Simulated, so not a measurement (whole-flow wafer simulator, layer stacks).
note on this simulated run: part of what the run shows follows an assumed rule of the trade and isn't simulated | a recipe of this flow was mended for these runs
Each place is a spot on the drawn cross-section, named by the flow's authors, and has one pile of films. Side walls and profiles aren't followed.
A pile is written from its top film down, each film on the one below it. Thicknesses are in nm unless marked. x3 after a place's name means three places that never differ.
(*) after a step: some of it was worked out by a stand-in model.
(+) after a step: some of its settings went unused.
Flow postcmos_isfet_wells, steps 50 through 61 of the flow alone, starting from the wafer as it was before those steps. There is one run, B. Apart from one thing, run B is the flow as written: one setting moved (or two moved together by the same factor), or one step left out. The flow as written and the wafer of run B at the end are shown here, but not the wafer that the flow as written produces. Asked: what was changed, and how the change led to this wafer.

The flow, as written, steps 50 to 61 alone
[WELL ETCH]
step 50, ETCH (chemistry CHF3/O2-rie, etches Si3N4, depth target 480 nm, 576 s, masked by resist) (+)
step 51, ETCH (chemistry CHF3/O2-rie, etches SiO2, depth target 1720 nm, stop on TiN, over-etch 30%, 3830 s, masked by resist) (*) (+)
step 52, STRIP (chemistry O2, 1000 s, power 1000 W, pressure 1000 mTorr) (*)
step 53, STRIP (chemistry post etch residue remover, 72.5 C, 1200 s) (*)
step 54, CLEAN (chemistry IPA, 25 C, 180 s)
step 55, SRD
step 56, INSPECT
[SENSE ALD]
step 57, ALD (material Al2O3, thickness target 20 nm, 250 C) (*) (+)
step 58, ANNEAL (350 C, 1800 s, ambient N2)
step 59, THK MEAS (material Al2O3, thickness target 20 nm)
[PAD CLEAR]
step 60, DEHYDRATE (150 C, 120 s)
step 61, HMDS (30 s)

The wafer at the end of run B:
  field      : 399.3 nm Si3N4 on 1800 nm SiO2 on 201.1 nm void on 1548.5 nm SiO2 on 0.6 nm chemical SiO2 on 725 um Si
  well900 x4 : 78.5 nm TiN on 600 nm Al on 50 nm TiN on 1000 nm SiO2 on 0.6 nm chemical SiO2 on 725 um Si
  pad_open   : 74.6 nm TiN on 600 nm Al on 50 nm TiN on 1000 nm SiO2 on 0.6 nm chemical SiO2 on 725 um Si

What caused this: step 57, ALD: material Al2O3, thickness target 20 nm, 250 C (*) (+), was omitted.

The path from the change to this, step by step:
  (no step that both runs have acts differently)
